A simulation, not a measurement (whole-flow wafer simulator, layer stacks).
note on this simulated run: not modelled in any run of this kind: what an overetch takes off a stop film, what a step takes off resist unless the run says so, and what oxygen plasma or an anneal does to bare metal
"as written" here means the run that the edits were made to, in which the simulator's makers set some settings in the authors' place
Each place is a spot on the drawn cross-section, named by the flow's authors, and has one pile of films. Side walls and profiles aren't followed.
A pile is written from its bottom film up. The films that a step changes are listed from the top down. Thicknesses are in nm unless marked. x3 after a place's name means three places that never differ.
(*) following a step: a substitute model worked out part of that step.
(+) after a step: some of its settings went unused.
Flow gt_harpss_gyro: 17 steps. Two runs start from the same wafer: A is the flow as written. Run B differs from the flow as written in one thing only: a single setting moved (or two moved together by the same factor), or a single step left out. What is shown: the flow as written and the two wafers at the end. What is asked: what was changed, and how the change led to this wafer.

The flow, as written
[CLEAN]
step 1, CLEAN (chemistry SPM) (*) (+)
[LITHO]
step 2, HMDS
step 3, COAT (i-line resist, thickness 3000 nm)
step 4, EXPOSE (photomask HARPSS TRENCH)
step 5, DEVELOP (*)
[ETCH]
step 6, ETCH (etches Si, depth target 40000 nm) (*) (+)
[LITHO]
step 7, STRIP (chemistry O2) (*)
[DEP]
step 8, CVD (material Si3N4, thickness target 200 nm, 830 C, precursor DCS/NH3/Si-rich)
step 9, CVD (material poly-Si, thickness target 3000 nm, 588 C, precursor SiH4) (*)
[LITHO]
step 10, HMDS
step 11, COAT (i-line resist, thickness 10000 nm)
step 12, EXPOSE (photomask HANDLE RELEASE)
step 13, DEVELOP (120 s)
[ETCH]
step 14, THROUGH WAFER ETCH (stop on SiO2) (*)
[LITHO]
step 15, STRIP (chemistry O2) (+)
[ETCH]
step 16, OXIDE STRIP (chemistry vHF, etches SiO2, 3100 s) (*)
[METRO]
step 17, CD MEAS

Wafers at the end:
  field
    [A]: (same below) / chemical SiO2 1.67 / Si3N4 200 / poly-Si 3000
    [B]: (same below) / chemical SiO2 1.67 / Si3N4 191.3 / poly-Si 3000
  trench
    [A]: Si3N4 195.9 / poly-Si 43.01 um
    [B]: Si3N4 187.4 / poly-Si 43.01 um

Cause: step 8, CVD: thickness target 191.3 nm was run, though the flow has thickness target 200 nm.
The wafer lets one read it off: field has Si3N4 191.3, and step 8 as written asks for 200 nm.

How this came from the change, step by step:
  step 8, CVD (material Si3N4, thickness target 200 nm, 830 C, precursor DCS/NH3/Si-rich)
      field: A Si3N4 gains 200 (new film) | B Si3N4 gains 191.3 (new film)
      trench: A Si3N4 gains 195.9 (new film) | B Si3N4 gains 187.4 (new film)
